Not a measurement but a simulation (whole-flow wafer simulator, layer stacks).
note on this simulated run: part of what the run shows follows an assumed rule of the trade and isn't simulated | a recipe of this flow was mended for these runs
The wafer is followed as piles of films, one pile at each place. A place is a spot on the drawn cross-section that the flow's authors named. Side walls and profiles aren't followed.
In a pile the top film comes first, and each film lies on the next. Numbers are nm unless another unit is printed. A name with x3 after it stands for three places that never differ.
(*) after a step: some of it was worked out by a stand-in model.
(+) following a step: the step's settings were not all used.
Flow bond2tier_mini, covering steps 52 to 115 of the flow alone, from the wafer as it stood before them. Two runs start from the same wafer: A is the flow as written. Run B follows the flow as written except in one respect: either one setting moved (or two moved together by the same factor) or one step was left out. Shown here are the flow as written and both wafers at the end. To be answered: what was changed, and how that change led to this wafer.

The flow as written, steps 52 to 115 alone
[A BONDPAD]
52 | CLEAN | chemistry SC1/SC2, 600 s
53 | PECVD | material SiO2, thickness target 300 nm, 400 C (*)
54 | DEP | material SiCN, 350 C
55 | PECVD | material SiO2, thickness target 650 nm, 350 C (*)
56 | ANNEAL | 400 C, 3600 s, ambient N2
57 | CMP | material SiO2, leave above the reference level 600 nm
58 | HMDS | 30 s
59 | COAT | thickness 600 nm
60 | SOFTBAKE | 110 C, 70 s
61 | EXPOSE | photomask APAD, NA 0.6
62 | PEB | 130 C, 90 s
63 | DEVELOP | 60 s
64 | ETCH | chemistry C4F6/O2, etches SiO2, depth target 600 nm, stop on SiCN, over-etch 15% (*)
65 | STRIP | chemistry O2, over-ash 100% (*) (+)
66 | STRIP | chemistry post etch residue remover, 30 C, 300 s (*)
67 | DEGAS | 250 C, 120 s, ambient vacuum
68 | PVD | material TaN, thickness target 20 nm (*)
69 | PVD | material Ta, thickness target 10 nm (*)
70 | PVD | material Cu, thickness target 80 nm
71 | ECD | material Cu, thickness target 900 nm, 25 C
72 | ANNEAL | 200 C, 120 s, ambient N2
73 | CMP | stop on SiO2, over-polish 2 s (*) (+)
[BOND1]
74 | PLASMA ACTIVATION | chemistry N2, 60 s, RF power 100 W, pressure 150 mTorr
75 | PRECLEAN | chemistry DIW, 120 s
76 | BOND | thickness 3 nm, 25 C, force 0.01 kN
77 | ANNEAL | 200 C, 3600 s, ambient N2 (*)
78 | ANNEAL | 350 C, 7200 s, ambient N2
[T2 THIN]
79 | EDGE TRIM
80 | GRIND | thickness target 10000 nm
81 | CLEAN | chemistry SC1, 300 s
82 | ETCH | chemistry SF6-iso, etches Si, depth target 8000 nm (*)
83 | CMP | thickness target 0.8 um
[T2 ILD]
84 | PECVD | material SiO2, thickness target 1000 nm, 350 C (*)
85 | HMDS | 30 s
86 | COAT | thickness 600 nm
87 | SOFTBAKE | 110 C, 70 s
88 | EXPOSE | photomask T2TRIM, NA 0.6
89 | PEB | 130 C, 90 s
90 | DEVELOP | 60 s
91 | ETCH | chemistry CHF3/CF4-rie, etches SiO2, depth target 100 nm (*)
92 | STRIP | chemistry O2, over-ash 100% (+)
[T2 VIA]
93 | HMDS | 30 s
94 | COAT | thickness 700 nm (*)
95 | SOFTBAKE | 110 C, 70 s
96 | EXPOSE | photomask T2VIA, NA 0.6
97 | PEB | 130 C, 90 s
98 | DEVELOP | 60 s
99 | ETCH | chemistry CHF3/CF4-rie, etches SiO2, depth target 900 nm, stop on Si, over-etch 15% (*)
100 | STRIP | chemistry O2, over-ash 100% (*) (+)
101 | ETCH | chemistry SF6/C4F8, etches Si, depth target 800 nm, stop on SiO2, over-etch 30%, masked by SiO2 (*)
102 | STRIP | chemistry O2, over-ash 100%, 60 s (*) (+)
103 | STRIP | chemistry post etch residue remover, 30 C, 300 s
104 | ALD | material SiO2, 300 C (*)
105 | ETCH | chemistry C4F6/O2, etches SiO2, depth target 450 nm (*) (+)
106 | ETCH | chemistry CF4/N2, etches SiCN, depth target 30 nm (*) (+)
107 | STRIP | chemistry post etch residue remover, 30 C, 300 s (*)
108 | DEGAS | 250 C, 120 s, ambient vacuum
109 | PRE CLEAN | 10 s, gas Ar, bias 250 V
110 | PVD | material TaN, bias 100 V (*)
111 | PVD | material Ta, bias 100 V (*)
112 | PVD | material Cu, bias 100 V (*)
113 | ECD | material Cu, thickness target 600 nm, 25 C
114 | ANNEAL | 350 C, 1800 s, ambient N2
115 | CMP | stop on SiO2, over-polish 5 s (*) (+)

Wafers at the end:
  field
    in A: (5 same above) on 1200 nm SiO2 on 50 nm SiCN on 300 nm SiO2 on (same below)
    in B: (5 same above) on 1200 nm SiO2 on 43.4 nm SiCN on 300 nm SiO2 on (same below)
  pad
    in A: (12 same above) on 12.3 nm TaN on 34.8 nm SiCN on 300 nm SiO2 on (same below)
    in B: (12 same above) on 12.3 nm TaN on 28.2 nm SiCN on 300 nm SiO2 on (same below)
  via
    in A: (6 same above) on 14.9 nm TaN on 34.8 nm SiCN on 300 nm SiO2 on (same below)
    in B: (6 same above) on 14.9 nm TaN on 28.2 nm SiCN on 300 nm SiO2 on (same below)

Cause: step 54, DEP: 385 C was run, while the flow as written has 350 C.

Step by step, how the change led to this:
  54 | DEP | material SiCN, 350 C
      field, pad, via: A SiCN gains 50 (new film) | B SiCN gains 43.4 (new film)
